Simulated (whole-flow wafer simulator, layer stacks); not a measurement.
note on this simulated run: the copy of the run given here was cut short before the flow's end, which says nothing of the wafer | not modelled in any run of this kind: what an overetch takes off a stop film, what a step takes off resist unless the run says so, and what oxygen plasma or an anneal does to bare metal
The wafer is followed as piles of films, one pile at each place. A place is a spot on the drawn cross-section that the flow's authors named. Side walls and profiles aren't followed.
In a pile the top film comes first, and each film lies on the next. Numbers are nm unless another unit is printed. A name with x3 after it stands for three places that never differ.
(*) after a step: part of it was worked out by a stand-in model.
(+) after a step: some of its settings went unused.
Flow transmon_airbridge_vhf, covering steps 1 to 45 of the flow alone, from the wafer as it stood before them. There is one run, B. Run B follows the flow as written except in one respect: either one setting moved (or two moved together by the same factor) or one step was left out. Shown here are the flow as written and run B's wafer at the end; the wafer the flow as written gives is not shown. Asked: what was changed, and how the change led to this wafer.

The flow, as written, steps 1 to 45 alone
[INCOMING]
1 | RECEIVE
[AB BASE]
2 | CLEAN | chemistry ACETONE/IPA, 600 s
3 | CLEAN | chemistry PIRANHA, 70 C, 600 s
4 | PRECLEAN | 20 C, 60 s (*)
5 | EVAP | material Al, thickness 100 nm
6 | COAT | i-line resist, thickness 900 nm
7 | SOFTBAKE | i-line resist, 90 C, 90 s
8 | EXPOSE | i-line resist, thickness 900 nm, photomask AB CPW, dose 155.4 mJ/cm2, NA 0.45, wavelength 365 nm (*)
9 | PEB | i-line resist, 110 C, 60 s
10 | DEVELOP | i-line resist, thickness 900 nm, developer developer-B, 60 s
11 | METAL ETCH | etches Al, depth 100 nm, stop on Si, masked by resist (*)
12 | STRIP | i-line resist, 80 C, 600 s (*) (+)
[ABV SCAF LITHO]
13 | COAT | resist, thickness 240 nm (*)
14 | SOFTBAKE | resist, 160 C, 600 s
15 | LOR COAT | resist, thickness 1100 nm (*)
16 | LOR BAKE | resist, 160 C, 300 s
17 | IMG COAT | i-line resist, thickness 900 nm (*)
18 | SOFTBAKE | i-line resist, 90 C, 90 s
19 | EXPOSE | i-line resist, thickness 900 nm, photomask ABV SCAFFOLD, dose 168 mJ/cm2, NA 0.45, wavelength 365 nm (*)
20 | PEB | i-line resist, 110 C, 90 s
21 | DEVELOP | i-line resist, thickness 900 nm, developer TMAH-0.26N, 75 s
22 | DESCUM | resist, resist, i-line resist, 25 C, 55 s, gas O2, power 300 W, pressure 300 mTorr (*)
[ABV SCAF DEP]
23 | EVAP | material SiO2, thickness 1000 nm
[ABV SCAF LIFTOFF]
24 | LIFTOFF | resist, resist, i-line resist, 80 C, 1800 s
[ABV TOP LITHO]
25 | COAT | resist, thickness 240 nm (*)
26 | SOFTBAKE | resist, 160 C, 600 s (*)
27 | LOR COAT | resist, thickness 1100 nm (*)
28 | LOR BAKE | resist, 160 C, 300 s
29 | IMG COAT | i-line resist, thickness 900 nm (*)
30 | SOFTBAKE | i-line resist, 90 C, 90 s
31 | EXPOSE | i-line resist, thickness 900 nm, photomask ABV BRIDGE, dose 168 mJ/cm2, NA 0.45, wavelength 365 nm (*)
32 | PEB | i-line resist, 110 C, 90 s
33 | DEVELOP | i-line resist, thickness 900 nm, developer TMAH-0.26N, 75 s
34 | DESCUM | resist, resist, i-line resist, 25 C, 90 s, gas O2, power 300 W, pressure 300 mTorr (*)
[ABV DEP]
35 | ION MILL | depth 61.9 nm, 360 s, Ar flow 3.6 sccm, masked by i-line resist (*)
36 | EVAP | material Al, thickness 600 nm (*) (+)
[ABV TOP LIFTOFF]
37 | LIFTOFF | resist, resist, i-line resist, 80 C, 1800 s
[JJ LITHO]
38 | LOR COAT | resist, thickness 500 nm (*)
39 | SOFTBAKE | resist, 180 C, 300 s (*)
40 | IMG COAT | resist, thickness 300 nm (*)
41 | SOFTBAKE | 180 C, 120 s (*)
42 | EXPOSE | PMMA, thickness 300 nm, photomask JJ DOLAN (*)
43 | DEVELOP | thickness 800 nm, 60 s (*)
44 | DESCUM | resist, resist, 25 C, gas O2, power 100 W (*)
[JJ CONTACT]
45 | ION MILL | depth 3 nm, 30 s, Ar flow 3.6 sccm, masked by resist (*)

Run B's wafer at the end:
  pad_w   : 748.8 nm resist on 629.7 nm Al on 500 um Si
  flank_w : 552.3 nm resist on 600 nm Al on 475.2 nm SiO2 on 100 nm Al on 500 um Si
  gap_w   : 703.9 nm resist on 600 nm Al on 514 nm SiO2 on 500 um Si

The reason: step 23, EVAP: thickness 550 nm was run, though the flow has thickness 1000 nm.

Step by step, how the change led to this:
  23 | EVAP | material SiO2, thickness 1000 nm
      field x3, jj_line, ground_far and 10 more: SiO2 gains 550 (new film) (as written it would have been: SiO2 gains 1000 (new film))
      flank_w, flank_e: SiO2 gains 511.1 (new film) (as written it would have been: SiO2 gains 929.3 (new film))
  24 | LIFTOFF | resist, resist, i-line resist, 80 C, 1800 s
      field x3, jj_line, trace_open_s x2: SiO2 loses 550 (all of it), i-line resist loses 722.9 (all of it), resist loses 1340 (all of it) (as written it would have been: SiO2 loses 1000 (all of it), i-line resist loses 722.9 (all of it), resist loses 1340 (all of it))
      pad_w, pad_e: SiO2 loses 550 (all of it), i-line resist loses 718 (all of it), resist loses 1330.2 (all of it) (as written it would have been: SiO2 loses 1000 (all of it), i-line resist loses 718 (all of it), resist loses 1330.2 (all of it))
      (as well as at 1 more place)
  25 | COAT | resist, thickness 240 nm (*)
      flank_w, flank_e: resist gains 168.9 (new film) (as written it would have been: resist gains 152.6 (new film))
      gap_w, gap_e: resist gains 229.7 (new film) (as written it would have been: resist gains 210.7 (new film))
      (as well as at 6 more places)
  27 | LOR COAT | resist, thickness 1100 nm (*)
      gap_w, gap_e: resist gains 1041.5 (as written it would have been: resist gains 977.8)
      margin_s, margin_n: resist gains 937.6 (as written it would have been: resist gains 823.4)
      (as well as at 6 more places)
  29 | IMG COAT | i-line resist, thickness 900 nm (*)
      gap_w, gap_e: i-line resist gains 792 (new film) (as written it would have been: i-line resist gains 681.7 (new film))
      margin_s, margin_n: i-line resist gains 744.4 (new film) (as written it would have been: i-line resist gains 603.2 (new film))
      (as well as at 7 more places)
  32 | PEB | i-line resist, 110 C, 90 s
      pad_w, pad_e: i-line resist loses 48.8 (as written it would have been: i-line resist loses 51)
      flank_w, flank_e: i-line resist loses 42.7 (as written it would have been: i-line resist loses 38.3)
      (as well as at 7 more places)
  33 | DEVELOP | i-line resist, thickness 900 nm, developer TMAH-0.26N, 75 s
      gap_w, gap_e: i-line resist loses 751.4 (all of it), resist loses 1041.5 (as written it would have been: i-line resist loses 646.9 (all of it), resist loses 977.8)
      pad_w: i-line resist loses 897.9 (all of it), resist loses 1176.7 (as written it would have been: i-line resist loses 937.2 (all of it), resist loses 1247.8)
      (as well as at 5 more places)
  34 | DESCUM | resist, resist, i-line resist, 25 C, 90 s, gas O2, power 300 W, pressure 300 mTorr (*)
      flank_w, flank_e: resist loses 168.9 (all of it) (as written it would have been: resist loses 152.6 (all of it))
      gap_w, gap_e: resist loses 229.7 (all of it) (as written it would have been: resist loses 210.7 (all of it))
      (as well as at 4 more places)
  37 | LIFTOFF | resist, resist, i-line resist, 80 C, 1800 s
      margin_s, margin_n: Al loses 600 (all of it), i-line resist loses 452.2 (all of it), resist loses 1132 (all of it) (as written it would have been: Al loses 600 (all of it), i-line resist loses 318.3 (all of it), resist loses 992 (all of it))
      ground_far: Al loses 600 (all of it), i-line resist loses 661.7 (all of it), resist loses 1368 (all of it) (as written it would have been: Al loses 600 (all of it), i-line resist loses 717.9 (all of it), resist loses 1384.9 (all of it))
  38 | LOR COAT | resist, thickness 500 nm (*)
      pad_w, pad_e: resist gains 492.2 (new film) (as written it would have been: resist gains 517 (new film))
      flank_w, flank_e: resist gains 360.8 (new film) (as written it would have been: resist gains 306.5 (new film))
      (as well as at 6 more places)
  40 | IMG COAT | resist, thickness 300 nm (*)
      pad_w, pad_e: resist gains 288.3 (as written it would have been: resist gains 300.1)
      flank_w, flank_e: resist gains 223.3 (as written it would have been: resist gains 212.1)
      (as well as at 6 more places)
